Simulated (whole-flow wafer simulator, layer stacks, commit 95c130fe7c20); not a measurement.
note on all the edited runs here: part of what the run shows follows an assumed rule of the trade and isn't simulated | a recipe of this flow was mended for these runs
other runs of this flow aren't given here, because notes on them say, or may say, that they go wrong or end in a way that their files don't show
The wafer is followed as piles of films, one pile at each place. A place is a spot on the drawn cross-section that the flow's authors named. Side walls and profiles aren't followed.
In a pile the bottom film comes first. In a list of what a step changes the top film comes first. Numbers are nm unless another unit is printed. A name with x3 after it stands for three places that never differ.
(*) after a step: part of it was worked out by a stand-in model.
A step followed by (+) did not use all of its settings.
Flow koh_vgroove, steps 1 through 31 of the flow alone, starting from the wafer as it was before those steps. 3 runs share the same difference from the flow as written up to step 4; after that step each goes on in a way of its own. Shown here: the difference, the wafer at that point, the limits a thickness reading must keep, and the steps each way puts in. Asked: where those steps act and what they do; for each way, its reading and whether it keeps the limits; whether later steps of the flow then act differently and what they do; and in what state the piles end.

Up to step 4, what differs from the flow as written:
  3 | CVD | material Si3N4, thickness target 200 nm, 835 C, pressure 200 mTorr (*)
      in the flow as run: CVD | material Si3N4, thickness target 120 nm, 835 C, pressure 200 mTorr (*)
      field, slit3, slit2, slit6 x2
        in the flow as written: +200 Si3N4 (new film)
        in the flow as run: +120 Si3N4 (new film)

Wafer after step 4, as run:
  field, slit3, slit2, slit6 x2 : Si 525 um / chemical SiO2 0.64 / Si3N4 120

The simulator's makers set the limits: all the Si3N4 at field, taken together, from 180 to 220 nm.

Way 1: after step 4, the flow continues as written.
  After step 4, the reading is 120 nm, outside the limits.
  Steps later in the flow that act otherwise than as written:
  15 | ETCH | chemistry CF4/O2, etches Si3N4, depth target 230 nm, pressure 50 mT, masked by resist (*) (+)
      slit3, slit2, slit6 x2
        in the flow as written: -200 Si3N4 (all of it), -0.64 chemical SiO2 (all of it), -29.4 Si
        going this way: -120 Si3N4 (all of it), -0.64 chemical SiO2 (all of it), -109.4 Si
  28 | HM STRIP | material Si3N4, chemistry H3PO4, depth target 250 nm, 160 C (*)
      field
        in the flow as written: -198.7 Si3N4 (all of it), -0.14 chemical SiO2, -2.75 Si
        going this way: -118.7 Si3N4 (all of it), -0.14 chemical SiO2, -6.75 Si
  At the end the piles are close to the flow's at the places that both follow, differing by at most 2% or 0.5 nm, whichever is larger.

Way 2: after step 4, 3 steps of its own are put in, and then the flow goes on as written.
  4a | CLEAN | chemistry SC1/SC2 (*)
      alters no film at any place that is followed
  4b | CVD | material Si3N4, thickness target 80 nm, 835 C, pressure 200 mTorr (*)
      field, slit3, slit2, slit6 x2
        +80 Si3N4
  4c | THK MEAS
      alters no film at any place that is followed
  After step 4c, the reading is 200 nm, within the limits.
  Later steps of the flow that are run all act as written at every place that is followed.
  The piles end the same as the flow's at every place that both follow.

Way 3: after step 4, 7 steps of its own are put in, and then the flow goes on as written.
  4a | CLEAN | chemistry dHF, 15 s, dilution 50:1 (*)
      field, slit3, slit2, slit6 x2
        -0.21 Si3N4
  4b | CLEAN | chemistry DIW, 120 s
      alters no film at any place that is followed
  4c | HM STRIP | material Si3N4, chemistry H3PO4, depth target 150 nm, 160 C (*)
      field, slit3, slit2, slit6 x2
        -119.8 Si3N4 (all of it), -0.14 chemical SiO2, -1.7 Si
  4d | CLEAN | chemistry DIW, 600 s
      alters no film at any place that is followed
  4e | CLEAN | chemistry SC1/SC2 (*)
      field, slit3, slit2, slit6 x2
        +0.1 chemical SiO2
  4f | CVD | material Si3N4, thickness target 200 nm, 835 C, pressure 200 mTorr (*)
      field, slit3, slit2, slit6 x2
        +200 Si3N4 (new film)
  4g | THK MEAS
      alters no film at any place that is followed
  After step 4g, the reading is 200 nm, within the limits.
  Later steps of the flow that are run all act as written at every place that is followed, up to a difference of at most 2% or 0.5 nm, whichever is larger.
  At the end the piles are close to the flow's at the places that both follow, differing by at most 2% or 0.5 nm, whichever is larger.

Keeping within the limits: way 2, way 3. Outside them: way 1.
